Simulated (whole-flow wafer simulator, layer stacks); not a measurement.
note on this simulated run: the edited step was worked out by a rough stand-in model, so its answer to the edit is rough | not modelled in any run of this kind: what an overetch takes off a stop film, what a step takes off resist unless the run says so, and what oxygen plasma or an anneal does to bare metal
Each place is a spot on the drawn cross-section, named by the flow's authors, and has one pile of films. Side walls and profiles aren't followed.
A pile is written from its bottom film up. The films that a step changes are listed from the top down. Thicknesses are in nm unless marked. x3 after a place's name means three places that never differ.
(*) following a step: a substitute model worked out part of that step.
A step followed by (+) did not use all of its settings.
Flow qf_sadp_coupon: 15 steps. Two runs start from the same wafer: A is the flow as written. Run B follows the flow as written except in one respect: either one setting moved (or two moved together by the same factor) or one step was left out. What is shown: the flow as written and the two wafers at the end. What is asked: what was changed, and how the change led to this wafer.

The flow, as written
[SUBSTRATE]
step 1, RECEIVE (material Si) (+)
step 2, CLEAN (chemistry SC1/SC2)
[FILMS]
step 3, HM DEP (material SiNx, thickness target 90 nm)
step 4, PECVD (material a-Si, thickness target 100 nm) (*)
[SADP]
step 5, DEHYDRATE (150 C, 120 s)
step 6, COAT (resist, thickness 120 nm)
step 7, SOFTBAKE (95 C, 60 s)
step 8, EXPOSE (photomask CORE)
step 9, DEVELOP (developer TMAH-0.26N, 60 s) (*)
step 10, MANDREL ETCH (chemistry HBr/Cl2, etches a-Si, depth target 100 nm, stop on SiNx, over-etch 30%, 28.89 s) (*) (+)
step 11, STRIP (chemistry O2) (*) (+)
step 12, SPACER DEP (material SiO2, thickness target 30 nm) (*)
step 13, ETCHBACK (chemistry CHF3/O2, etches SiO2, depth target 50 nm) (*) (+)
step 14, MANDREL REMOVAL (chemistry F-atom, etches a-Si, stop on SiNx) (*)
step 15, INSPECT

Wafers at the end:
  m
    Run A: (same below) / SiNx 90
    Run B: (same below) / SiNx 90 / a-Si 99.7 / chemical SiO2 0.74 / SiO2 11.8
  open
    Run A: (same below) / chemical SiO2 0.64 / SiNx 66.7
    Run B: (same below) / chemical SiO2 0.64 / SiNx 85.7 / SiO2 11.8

What caused this: step 13, ETCHBACK: depth target 18.2 nm was run, while the flow as written has depth target 50 nm.

The path from the change to this, step by step:
  step 13, ETCHBACK (chemistry CHF3/O2, etches SiO2, depth target 50 nm) (*) (+)
      m: A SiO2 loses 30 (all of it), chemical SiO2 loses 0.74 (all of it), a-Si loses 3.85 | B SiO2 loses 18.2
      open: A SiO2 loses 30 (all of it), SiNx loses 19 | B SiO2 loses 18.2
  step 14, MANDREL REMOVAL (chemistry F-atom, etches a-Si, stop on SiNx) (*)
      m: A a-Si loses 95.8 (all of it) | B nothing
